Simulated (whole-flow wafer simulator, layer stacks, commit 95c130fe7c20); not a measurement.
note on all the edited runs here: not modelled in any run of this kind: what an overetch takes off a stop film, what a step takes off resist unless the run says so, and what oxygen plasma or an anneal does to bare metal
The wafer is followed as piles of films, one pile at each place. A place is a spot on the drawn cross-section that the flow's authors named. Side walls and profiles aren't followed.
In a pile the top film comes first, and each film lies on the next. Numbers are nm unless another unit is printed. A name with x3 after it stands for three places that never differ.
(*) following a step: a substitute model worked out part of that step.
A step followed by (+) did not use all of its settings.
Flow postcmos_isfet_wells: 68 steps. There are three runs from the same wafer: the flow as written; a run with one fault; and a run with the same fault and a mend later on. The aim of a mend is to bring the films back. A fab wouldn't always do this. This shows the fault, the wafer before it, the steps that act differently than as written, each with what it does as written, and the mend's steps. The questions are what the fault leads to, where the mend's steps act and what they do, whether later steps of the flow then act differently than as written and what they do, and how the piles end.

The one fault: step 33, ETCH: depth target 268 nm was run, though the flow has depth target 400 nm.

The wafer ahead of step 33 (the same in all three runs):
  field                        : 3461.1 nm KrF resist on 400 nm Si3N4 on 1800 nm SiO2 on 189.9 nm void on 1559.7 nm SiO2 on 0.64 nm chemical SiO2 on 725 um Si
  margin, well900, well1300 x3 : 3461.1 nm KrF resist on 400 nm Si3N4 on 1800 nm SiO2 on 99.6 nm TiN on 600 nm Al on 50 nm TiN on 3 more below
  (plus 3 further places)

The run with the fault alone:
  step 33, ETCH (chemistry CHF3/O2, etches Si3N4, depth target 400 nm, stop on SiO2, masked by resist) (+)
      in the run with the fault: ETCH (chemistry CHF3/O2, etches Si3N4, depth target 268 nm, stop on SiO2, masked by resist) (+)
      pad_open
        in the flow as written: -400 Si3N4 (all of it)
        in the run with the fault: -268 Si3N4
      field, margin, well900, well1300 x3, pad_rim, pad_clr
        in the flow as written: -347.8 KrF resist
        in the run with the fault: -233 KrF resist
  Later steps of the flow acting differently than as written (5 other steps are not shown; they differ only slightly, by no more than 2% or 0.5 nm, whichever is larger):
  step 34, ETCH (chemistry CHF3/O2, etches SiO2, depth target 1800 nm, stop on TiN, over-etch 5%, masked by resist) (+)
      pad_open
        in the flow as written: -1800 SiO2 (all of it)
        in the run with the fault: -132 Si3N4 (all of it), -1661.4 SiO2
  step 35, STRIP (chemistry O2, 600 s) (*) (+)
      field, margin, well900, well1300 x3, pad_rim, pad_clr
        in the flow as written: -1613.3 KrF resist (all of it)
        in the run with the fault: -1728.1 KrF resist (all of it)
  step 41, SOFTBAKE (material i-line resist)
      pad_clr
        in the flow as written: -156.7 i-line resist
        in the run with the fault: -142.9 i-line resist
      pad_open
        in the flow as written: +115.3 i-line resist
        in the run with the fault: +109.2 i-line resist
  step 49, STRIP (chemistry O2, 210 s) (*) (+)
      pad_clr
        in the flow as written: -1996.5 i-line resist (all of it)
        in the run with the fault: -2053.6 i-line resist (all of it)
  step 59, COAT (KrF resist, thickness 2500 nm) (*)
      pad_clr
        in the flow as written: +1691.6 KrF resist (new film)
        in the run with the fault: +1738.1 KrF resist (new film)
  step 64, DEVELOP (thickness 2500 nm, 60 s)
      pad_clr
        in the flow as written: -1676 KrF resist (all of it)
        in the run with the fault: -1722.4 KrF resist (all of it)
  The piles end different from the flow's at pad_open by more than 2% or 0.5 nm, whichever is larger.
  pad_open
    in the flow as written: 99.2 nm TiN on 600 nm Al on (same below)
    in the run with the fault: 138.6 nm SiO2 on 99.6 nm TiN on 600 nm Al on (same below)

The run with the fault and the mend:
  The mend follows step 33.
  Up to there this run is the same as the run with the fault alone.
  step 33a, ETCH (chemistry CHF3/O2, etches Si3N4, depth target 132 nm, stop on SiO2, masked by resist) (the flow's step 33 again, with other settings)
      field, margin, well900, well1300 x3, pad_rim, pad_clr
        -114.8 KrF resist
      pad_open
        -132 Si3N4 (all of it)
  Later steps of the flow that are run all act as written at every place that is followed.
  At every place that both follow, the piles at the end match the flow's.
